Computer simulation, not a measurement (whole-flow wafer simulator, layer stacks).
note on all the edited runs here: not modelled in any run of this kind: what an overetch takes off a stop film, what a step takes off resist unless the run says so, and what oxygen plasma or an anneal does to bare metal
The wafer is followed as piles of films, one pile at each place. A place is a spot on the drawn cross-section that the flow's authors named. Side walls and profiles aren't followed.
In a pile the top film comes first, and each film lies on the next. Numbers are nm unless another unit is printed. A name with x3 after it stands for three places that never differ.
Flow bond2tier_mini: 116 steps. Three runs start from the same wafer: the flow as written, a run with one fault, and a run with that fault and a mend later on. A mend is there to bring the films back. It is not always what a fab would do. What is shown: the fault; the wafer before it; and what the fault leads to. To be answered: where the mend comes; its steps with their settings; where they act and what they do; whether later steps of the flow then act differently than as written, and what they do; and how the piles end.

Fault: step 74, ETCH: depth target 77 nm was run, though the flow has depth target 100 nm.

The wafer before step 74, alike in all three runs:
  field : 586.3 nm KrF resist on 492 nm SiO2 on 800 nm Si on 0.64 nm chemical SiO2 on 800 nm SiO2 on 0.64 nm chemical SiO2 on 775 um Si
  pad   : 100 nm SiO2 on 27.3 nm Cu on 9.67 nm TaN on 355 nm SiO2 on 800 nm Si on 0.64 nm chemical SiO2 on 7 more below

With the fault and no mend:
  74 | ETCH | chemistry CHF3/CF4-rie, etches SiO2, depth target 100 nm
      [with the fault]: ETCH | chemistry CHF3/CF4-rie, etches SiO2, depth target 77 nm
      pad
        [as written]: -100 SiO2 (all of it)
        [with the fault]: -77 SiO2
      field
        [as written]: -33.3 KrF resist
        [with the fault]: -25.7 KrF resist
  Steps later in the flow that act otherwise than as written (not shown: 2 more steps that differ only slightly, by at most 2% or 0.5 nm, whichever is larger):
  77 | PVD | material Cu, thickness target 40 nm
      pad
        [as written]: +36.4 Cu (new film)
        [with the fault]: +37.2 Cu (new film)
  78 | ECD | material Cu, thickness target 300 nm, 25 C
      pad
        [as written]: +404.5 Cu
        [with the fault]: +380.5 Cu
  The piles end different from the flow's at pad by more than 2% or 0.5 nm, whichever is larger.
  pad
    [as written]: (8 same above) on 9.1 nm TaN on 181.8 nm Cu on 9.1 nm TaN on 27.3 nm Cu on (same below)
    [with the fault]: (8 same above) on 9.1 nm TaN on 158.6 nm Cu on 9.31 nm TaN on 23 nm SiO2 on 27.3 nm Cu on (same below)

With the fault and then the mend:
  After step 74 comes the mend.
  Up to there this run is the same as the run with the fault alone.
  74a | ETCH | chemistry CHF3/CF4-rie, etches SiO2, depth target 23 nm (the flow's step 74 again, with other settings)
      field
        -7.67 KrF resist
      pad
        -23 SiO2 (all of it)
  Every later step of the flow that is run acts as written at every place that is followed.
  At every place that both follow, the piles at the end match the flow's.
